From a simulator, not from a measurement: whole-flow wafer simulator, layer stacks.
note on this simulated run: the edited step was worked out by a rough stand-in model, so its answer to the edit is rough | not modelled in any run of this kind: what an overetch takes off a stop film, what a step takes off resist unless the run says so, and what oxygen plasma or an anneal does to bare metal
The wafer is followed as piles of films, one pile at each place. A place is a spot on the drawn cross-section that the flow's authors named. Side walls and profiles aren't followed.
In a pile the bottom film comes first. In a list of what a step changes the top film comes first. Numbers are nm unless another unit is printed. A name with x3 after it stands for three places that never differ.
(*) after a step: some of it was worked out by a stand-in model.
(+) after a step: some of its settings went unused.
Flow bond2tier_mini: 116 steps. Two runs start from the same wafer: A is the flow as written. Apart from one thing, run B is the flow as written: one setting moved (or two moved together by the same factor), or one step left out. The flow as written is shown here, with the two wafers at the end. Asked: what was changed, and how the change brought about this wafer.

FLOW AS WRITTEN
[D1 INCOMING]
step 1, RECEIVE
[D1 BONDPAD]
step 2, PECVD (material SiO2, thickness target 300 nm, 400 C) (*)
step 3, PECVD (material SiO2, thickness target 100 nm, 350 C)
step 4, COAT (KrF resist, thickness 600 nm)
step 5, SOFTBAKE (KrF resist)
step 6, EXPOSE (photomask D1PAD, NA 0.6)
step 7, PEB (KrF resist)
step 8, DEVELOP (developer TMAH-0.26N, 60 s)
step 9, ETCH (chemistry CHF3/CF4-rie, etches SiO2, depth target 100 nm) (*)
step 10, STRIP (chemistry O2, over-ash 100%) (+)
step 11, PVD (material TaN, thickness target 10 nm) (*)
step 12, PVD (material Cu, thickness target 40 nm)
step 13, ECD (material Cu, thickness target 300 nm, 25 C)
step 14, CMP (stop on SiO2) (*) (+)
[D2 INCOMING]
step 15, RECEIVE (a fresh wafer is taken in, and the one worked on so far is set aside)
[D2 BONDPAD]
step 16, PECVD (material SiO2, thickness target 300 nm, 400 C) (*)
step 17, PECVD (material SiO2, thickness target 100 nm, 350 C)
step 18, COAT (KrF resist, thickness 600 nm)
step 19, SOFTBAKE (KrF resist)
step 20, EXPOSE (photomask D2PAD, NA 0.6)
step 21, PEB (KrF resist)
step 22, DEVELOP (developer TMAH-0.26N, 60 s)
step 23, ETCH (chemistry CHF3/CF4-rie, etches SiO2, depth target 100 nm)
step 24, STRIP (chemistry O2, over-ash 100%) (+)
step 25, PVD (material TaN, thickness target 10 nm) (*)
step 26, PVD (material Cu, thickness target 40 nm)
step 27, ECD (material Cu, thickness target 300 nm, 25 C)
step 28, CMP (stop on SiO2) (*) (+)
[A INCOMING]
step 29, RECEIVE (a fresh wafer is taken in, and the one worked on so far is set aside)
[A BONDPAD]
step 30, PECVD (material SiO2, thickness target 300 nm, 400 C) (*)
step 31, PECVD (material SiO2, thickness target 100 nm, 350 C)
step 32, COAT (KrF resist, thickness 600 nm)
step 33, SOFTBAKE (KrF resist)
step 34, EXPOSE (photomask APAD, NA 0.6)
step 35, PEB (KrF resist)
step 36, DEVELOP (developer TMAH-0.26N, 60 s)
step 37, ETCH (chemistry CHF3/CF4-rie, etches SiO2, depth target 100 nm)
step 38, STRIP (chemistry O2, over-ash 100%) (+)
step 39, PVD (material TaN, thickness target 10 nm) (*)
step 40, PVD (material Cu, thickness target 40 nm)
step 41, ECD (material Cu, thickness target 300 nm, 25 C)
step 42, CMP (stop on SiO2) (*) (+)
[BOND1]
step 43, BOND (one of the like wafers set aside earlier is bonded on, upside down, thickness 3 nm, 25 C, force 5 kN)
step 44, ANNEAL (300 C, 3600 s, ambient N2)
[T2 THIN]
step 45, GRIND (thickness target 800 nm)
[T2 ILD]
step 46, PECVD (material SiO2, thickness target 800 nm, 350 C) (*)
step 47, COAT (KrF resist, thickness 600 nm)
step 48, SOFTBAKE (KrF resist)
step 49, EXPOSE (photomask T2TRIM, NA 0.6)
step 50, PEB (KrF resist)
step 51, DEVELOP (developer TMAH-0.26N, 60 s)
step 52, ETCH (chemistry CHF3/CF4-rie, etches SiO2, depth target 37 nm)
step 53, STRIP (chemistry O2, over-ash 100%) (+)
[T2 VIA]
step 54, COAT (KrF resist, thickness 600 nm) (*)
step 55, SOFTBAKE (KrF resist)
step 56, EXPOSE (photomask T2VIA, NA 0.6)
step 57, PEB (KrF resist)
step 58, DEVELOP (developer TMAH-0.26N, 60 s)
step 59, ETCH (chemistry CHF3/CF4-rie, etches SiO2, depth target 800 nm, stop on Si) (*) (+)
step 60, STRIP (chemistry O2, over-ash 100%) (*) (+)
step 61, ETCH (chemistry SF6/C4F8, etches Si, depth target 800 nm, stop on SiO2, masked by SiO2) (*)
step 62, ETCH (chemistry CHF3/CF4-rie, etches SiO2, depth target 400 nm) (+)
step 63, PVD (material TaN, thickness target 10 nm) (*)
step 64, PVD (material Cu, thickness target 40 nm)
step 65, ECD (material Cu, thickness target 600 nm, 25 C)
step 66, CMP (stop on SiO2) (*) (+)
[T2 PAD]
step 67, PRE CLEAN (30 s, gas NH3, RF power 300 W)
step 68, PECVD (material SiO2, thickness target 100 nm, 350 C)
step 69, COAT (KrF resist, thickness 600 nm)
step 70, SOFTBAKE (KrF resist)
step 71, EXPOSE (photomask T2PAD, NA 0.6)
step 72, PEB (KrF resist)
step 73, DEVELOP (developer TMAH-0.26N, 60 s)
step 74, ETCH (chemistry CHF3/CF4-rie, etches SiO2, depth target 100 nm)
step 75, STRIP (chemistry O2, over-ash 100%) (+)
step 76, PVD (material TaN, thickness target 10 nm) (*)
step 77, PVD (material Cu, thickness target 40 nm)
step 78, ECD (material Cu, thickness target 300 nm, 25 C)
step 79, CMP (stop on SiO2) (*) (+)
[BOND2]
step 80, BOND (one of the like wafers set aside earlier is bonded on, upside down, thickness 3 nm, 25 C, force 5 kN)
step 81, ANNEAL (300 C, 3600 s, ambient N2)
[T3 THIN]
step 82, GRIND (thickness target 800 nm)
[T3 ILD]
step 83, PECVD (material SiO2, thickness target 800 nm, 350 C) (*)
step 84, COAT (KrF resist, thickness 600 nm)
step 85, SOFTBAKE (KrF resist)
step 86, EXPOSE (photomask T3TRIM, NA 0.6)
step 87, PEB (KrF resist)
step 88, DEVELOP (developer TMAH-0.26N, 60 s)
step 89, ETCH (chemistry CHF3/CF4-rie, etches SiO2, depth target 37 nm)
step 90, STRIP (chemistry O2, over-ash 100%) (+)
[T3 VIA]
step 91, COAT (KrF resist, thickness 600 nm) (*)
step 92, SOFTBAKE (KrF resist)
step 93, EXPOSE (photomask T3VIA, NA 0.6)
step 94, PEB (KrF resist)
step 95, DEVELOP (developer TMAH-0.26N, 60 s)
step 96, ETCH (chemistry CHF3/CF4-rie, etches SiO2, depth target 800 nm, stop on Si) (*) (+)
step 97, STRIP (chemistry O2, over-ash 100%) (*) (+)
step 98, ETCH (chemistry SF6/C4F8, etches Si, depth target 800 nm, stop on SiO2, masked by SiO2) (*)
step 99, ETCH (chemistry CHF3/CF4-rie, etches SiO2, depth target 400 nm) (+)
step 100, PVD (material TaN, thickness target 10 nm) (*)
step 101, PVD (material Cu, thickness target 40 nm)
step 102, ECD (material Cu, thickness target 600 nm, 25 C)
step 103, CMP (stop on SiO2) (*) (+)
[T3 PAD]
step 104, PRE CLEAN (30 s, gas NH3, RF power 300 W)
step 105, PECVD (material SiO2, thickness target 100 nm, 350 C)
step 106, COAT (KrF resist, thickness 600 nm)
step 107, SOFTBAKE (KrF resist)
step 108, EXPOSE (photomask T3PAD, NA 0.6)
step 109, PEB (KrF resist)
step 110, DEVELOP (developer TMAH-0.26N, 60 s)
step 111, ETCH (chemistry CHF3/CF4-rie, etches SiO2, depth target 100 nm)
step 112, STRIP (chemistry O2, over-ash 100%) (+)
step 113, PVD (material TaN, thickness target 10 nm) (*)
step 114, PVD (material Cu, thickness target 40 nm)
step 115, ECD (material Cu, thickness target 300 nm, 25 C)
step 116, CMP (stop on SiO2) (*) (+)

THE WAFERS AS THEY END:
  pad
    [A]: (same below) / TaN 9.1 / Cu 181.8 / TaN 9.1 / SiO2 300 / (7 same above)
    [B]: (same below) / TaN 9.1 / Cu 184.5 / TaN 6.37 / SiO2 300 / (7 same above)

Cause: step 25, PVD: thickness target 7 nm was run, though the flow has thickness target 10 nm.

How this came from the change, step by step:
  step 25, PVD (material TaN, thickness target 10 nm) (*)
      field: A +10 TaN (new film) | B +7 TaN (new film)
      pad: A +9.1 TaN (new film) | B +6.37 TaN (new film)
      (and at 1 other place as well)
  step 28, CMP (stop on SiO2) (*) (+)
      field: A -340 Cu (all of it), -10 TaN (all of it) | B -340 Cu (all of it), -7 TaN (all of it)
  step 80, BOND (one of the like wafers set aside earlier is bonded on, upside down, thickness 3 nm, 25 C, force 5 kN)
      pad: A +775 um Si (new film), +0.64 chemical SiO2 (new film), +300 SiO2 (new film), +9.1 TaN (new film), +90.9 Cu | B +775 um Si (new film), +0.64 chemical SiO2 (new film), +300 SiO2 (new film), +6.37 TaN (new film), +93.6 Cu
